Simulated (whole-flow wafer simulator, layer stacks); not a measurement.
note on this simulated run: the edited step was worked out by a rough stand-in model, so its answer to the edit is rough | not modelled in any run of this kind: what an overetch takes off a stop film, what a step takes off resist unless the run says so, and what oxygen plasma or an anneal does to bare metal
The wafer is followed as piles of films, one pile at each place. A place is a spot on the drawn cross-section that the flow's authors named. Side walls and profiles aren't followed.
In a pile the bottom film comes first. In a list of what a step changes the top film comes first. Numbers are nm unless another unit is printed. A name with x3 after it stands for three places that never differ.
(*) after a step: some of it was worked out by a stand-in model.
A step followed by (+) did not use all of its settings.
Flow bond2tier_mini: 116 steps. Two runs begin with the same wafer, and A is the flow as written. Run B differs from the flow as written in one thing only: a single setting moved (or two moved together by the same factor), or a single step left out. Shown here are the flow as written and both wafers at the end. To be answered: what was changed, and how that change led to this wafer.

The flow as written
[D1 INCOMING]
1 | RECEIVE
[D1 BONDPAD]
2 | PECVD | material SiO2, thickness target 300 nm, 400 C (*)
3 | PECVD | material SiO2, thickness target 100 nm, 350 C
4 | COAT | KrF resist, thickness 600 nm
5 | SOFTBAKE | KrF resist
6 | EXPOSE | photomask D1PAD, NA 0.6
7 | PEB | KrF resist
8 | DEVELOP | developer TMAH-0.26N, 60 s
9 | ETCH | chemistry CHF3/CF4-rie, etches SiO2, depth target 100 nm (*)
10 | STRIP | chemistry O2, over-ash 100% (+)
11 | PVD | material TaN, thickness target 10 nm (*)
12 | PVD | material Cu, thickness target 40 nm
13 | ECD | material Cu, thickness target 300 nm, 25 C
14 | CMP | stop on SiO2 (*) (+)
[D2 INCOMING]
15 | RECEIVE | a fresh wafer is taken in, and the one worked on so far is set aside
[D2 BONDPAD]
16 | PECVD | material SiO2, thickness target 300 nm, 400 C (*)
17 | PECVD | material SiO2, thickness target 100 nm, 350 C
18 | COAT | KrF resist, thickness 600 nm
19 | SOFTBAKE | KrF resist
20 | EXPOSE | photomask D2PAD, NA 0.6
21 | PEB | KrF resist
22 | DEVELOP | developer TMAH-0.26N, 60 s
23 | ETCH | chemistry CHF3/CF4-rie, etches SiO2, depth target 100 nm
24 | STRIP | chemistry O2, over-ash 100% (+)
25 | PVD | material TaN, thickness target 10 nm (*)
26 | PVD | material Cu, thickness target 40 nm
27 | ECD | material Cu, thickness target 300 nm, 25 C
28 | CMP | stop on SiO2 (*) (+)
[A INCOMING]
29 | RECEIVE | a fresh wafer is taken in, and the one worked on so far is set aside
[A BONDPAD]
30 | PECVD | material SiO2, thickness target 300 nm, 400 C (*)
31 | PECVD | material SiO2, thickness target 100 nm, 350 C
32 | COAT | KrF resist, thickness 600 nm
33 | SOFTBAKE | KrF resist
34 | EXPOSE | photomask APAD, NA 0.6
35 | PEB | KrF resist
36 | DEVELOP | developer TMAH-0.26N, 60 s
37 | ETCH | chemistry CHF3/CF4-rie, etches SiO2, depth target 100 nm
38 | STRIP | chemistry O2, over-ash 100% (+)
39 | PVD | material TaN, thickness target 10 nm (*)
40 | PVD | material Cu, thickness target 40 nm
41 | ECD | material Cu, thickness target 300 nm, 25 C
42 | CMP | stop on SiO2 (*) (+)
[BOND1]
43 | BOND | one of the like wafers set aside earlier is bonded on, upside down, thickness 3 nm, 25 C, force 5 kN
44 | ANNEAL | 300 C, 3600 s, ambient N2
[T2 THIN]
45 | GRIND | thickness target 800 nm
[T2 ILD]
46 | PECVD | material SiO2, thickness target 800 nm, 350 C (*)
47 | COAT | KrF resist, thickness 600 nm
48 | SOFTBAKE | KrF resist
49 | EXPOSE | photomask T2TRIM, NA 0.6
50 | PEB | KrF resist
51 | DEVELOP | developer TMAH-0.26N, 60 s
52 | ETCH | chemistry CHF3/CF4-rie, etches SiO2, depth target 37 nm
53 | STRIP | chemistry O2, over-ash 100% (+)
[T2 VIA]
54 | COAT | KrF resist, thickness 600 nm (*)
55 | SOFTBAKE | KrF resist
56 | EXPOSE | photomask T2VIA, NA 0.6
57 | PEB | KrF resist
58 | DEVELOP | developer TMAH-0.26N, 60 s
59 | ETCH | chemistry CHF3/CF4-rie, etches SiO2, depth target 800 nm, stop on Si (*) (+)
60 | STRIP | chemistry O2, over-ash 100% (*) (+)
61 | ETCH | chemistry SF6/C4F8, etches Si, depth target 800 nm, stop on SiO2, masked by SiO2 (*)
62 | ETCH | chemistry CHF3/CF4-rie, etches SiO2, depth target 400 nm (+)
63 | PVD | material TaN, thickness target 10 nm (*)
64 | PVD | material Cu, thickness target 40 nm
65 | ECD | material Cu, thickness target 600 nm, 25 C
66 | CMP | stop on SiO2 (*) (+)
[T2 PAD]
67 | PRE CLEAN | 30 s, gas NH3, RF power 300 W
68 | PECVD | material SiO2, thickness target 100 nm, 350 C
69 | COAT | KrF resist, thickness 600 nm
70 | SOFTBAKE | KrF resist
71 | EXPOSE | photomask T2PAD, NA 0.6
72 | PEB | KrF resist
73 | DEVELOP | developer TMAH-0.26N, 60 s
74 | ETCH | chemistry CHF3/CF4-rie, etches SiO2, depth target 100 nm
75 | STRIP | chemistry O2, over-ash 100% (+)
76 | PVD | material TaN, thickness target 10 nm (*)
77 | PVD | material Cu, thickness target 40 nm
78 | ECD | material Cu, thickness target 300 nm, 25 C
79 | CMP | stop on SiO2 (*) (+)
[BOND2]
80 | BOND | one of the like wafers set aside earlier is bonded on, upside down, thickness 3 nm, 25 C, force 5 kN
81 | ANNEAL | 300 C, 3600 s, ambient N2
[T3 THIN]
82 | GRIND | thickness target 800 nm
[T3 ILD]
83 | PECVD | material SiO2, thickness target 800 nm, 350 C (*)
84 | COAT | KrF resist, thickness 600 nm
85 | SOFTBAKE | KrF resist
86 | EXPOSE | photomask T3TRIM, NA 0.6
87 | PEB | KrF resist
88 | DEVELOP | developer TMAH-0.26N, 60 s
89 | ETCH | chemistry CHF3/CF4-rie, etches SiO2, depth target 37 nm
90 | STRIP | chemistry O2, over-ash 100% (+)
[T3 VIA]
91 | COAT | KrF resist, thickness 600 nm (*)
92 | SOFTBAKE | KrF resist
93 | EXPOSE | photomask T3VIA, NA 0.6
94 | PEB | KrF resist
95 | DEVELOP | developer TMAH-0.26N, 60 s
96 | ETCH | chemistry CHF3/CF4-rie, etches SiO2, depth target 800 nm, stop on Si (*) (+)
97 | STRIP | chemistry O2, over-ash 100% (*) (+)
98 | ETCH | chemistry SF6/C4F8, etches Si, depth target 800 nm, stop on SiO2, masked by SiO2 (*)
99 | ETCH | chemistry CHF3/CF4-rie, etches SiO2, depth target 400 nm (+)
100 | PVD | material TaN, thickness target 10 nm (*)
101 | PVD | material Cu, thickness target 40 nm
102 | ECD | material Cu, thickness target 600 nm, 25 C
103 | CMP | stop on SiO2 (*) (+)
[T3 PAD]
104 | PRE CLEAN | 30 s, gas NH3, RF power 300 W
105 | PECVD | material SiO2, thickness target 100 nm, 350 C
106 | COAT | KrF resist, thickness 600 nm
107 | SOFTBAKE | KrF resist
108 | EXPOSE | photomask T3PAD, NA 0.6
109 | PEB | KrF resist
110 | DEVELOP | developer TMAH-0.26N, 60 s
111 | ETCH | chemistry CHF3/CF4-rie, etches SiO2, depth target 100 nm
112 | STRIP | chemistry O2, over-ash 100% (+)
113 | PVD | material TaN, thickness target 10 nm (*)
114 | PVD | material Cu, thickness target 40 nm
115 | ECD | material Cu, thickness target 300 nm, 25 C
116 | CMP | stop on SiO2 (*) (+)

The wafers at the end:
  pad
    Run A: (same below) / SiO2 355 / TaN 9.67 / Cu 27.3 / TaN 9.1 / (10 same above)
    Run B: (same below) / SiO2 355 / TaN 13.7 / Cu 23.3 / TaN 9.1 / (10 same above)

Cause: step 63, PVD: thickness target 14.2 nm was run, while the flow as written has thickness target 10 nm.

The path from the change to this, step by step:
  63 | PVD | material TaN, thickness target 10 nm (*)
      field: A TaN gains 10 (new film) | B TaN gains 14.2 (new film)
      pad: A TaN gains 9.67 (new film) | B TaN gains 13.7 (new film)
  66 | CMP | stop on SiO2 (*) (+)
      field: A Cu loses 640 (all of it), TaN loses 10 (all of it) | B Cu loses 640 (all of it), TaN loses 14.2 (all of it)
